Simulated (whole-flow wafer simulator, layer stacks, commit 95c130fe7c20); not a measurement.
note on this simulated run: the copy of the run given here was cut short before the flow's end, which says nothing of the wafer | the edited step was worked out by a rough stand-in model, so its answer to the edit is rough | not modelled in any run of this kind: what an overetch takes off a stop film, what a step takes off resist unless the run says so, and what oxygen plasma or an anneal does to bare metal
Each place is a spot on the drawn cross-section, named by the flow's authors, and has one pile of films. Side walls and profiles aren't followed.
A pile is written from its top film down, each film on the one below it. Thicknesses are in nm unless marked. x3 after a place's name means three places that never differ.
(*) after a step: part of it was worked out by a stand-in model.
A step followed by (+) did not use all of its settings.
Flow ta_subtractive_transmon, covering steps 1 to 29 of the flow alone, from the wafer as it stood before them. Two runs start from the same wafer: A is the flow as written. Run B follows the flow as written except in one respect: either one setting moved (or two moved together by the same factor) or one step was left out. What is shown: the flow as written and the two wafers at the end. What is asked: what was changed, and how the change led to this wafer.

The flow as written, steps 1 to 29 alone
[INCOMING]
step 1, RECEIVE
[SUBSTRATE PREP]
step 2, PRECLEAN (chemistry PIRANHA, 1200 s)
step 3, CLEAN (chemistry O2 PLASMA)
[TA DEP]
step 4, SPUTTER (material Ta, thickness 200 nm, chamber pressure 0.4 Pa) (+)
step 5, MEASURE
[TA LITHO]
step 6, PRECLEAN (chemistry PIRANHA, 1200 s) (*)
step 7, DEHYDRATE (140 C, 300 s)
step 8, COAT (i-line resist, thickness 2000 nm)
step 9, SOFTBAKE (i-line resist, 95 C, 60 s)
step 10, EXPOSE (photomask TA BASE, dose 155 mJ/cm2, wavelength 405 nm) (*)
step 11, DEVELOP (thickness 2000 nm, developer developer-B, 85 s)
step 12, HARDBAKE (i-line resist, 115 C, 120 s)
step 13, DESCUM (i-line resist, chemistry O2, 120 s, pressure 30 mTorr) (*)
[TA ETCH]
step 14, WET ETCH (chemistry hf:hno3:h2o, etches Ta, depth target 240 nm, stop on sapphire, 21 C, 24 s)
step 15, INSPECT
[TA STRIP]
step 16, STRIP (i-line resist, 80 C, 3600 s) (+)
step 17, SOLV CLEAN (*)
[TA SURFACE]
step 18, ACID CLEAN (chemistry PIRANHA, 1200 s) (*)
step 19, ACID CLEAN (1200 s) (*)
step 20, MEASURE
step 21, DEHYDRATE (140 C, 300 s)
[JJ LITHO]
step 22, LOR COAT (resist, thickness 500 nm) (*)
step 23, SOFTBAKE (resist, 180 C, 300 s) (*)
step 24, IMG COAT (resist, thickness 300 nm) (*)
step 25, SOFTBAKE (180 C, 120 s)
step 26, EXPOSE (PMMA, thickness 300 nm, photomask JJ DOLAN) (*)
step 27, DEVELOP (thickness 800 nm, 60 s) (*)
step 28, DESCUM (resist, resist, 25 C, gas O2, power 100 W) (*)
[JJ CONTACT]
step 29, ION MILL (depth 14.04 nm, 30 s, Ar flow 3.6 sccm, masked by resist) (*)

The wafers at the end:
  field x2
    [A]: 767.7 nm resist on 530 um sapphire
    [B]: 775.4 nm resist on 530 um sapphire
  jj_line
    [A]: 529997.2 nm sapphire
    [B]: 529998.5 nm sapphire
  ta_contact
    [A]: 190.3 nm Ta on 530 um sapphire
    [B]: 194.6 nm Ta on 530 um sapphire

What caused this: step 29, ION MILL: depth 7.58 nm was run, while the flow as written has depth 14.04 nm; step 29, ION MILL: 16.2 s was run, where the flow has 30 s.

How this came from the change, step by step:
  step 29, ION MILL (depth 14.04 nm, 30 s, Ar flow 3.6 sccm, masked by resist) (*)
      field x2, ta_pad: A resist loses 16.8 | B resist loses 9.06
      jj_line, lead: A sapphire loses 2.8 | B sapphire loses 1.51
      (also at 1 further place)
